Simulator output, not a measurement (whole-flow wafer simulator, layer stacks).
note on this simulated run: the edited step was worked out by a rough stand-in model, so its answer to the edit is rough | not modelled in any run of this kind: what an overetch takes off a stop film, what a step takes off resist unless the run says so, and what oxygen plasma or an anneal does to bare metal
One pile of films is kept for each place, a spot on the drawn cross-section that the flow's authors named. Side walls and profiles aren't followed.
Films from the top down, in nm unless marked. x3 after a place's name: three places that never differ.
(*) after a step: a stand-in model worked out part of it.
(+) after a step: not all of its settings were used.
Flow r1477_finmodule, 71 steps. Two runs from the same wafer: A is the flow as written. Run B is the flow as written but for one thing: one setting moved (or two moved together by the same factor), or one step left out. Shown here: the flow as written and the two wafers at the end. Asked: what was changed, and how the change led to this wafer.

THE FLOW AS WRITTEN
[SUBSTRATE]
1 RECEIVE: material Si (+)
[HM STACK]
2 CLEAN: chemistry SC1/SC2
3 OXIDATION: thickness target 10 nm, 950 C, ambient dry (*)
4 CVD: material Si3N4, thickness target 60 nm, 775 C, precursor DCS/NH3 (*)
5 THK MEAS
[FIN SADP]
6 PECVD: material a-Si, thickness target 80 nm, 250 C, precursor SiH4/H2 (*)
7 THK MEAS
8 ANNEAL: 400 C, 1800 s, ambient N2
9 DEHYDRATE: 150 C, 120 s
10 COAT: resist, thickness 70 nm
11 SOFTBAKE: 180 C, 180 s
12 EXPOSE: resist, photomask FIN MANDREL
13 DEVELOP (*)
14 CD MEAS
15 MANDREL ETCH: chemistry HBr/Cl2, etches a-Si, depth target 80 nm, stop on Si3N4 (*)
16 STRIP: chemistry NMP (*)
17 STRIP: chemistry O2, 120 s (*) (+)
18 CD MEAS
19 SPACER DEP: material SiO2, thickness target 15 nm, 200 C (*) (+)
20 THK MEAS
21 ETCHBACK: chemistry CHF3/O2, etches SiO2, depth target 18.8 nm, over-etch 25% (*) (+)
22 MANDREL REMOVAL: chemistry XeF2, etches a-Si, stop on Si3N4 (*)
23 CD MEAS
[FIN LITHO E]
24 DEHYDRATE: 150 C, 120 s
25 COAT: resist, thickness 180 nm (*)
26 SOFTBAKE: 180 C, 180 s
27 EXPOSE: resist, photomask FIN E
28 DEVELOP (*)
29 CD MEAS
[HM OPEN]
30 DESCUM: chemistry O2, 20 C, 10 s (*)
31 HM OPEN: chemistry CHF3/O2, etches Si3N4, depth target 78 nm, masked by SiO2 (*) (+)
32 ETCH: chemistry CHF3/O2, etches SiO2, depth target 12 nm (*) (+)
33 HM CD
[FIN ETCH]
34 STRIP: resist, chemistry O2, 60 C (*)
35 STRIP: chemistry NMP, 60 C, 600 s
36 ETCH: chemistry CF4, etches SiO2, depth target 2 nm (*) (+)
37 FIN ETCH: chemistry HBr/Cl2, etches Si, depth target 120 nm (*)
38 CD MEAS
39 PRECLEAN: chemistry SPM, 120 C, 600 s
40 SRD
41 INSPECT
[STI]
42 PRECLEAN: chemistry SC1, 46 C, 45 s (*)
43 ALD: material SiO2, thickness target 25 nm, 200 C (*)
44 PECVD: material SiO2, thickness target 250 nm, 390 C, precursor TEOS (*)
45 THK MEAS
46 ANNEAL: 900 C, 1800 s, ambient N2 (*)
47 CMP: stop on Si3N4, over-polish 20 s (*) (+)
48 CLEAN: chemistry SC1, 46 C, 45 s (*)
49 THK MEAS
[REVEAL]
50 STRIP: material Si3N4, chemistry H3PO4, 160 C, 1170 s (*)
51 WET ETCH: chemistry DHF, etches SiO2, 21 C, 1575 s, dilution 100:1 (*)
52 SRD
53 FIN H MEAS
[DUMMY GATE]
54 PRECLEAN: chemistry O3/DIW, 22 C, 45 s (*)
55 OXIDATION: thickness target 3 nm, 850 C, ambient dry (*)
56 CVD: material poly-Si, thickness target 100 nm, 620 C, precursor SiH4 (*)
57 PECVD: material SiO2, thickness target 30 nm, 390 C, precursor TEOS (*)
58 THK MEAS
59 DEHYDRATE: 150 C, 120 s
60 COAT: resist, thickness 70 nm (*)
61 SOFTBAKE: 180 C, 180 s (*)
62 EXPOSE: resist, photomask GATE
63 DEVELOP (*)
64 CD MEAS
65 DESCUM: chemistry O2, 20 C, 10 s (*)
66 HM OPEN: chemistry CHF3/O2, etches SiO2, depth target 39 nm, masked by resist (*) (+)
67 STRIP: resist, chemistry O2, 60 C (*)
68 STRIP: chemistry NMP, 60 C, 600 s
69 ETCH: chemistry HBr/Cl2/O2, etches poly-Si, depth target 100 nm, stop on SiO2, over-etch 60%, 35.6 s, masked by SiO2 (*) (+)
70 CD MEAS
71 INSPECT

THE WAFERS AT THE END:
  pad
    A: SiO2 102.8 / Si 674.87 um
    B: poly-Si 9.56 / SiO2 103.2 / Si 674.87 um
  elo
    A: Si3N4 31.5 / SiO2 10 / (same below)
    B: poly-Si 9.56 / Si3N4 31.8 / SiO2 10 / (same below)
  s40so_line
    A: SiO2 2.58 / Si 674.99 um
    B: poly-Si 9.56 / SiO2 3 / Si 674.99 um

The cause: step 69, ETCH: depth target 55 nm was run, where the flow has depth target 100 nm; step 69, ETCH: 19.6 s was run, where the flow has 35.6 s.

How the change led to this, step by step:
  69 ETCH: chemistry HBr/Cl2/O2, etches poly-Si, depth target 100 nm, stop on SiO2, over-etch 60%, 35.6 s, masked by SiO2 (*) (+)
      pad, eso, e40so and 8 more: A chemical SiO2 -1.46 (all of it), poly-Si -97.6 (all of it), SiO2 -0.42 | B chemical SiO2 -1.46 (all of it), poly-Si -88
      elo, e40lo, e100lo, e200lo: A chemical SiO2 -1.46 (all of it), poly-Si -97.6 (all of it), Si3N4 -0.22 | B chemical SiO2 -1.46 (all of it), poly-Si -88
      (and at 21 more places)
